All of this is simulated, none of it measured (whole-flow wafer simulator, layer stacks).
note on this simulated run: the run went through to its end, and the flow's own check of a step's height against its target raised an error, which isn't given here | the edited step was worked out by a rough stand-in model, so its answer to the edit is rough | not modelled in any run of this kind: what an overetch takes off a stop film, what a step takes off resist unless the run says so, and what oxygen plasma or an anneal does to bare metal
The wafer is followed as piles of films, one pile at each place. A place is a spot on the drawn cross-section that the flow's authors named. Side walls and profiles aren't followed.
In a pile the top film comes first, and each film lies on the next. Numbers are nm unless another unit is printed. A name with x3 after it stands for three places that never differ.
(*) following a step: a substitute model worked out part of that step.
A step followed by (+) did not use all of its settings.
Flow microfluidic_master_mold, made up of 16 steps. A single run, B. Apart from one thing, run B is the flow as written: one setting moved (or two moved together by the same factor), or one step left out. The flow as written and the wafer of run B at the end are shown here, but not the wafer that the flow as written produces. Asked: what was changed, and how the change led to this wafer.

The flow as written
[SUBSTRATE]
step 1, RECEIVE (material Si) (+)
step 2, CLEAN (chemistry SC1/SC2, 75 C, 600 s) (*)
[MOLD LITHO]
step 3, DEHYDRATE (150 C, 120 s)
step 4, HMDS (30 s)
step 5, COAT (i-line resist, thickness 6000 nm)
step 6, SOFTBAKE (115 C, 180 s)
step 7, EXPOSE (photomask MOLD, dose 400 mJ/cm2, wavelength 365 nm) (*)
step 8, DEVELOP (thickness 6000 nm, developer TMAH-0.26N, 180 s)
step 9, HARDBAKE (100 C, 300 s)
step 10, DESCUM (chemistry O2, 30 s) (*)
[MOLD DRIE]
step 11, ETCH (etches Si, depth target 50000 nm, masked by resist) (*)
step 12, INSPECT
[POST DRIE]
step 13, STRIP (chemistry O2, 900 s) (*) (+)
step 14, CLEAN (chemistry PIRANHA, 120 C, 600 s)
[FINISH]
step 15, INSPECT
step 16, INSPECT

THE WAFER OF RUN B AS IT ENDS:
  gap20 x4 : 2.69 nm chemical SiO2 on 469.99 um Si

Cause: step 11, ETCH: depth target 55000 nm was run, while the flow as written has depth target 50000 nm.

How this came from the change, step by step:
  step 11, ETCH (etches Si, depth target 50000 nm, masked by resist) (*)
      gap20 x4: chemical SiO2 loses 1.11 (all of it), Si loses 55 um (in the flow as written it would be: chemical SiO2 loses 1.11 (all of it), Si loses 50 um)
      ridge: i-line resist loses 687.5 (in the flow as written it would be: i-line resist loses 625)
